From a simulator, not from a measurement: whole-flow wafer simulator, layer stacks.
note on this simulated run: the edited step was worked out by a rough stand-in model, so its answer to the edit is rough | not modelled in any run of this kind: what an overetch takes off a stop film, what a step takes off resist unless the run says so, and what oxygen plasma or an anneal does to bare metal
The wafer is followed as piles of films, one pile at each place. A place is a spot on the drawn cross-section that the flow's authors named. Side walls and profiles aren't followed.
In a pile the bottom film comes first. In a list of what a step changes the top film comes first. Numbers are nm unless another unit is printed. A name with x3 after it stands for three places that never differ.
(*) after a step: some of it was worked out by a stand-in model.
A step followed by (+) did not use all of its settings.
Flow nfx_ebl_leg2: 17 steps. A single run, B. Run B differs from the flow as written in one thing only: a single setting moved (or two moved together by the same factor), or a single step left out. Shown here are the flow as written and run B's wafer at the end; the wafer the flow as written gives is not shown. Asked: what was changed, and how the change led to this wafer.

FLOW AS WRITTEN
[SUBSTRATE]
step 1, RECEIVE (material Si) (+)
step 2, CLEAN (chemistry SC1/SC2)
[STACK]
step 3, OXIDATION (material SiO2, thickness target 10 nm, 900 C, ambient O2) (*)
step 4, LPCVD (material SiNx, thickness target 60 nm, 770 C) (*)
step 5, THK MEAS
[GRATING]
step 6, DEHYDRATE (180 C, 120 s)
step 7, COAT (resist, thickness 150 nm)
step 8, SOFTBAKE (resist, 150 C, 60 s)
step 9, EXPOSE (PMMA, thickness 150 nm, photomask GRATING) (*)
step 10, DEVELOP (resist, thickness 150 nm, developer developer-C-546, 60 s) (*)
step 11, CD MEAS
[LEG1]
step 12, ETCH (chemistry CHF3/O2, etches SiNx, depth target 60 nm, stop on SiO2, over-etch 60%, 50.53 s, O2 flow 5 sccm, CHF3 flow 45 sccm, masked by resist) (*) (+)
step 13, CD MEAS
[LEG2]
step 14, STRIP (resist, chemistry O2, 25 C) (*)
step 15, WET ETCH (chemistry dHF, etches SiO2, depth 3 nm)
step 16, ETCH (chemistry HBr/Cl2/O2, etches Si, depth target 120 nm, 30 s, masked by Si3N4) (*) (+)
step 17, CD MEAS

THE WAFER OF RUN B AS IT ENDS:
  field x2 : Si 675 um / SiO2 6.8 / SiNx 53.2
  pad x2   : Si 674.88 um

What caused this: step 3, OXIDATION: thickness target 6.8 nm was run, while the flow as written has thickness target 10 nm.
One can read it off the wafer: field x2 has SiO2 6.8, and step 3 as written asks for 10 nm.

How this came from the change, step by step:
  step 3, OXIDATION (material SiO2, thickness target 10 nm, 900 C, ambient O2) (*)
      field x2, pad x2: SiO2 gains 6.8 (new film), chemical SiO2 loses 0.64 (all of it), Si loses 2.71 (in the flow as written it would be: SiO2 gains 10 (new film), chemical SiO2 loses 0.64 (all of it), Si loses 4.12)
  step 12, ETCH (chemistry CHF3/O2, etches SiNx, depth target 60 nm, stop on SiO2, over-etch 60%, 50.53 s, O2 flow 5 sccm, CHF3 flow 45 sccm, masked by resist) (*) (+)
      pad x2: SiNx loses 60 (all of it), SiO2 loses 6.8 (all of it) (in the flow as written it would be: SiNx loses 60 (all of it), SiO2 loses 10 (all of it))
